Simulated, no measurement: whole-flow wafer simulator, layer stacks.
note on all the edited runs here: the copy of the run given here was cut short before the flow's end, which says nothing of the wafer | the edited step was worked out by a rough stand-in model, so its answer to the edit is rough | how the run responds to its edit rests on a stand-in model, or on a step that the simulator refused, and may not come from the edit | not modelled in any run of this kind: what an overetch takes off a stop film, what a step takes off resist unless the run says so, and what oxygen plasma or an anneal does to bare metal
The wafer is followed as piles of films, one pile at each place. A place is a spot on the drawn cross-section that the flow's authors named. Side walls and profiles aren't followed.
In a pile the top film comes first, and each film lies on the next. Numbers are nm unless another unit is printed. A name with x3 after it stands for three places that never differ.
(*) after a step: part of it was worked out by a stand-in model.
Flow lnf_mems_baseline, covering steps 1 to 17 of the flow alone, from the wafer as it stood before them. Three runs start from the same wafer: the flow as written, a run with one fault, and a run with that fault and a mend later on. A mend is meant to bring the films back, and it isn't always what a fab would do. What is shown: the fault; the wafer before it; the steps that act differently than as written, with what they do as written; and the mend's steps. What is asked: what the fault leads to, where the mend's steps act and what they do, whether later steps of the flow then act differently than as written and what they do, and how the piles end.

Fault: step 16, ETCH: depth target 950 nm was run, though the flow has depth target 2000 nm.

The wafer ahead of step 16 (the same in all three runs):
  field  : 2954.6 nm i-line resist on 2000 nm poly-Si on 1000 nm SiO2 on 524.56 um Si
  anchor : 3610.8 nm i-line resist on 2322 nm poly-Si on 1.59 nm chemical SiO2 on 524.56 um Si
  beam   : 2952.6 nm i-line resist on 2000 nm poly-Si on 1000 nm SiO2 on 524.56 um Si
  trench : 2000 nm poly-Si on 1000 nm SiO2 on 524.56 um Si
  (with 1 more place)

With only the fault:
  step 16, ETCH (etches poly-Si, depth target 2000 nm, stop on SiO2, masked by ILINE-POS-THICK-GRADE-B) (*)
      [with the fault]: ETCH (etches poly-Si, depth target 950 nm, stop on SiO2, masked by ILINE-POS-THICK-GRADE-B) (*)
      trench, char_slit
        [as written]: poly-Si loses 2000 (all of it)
        [with the fault]: poly-Si loses 950
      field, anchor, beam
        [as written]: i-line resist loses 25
        [with the fault]: i-line resist loses 11.9
  Later steps of the flow acting differently than as written:
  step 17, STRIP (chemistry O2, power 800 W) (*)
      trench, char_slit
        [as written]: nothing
        [with the fault]: chemical SiO2 gains 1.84 (new film), poly-Si loses 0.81
  By the end, the piles at trench, char_slit depart from the flow's by more than 2% or 0.5 nm, whichever is larger.
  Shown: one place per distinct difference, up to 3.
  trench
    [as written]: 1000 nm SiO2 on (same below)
    [with the fault]: 1.84 nm chemical SiO2 on 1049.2 nm poly-Si on 1000 nm SiO2 on (same below)

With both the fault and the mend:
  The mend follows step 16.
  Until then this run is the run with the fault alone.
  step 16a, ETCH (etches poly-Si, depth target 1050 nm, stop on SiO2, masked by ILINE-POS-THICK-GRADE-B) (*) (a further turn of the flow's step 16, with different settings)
      field, anchor, beam
        i-line resist loses 13.1
      trench, char_slit
        poly-Si loses 1050 (all of it)
  Every later step of the flow that is run acts as written at every place that is followed.
  By the end, the piles equal the flow's at every place that both follow.
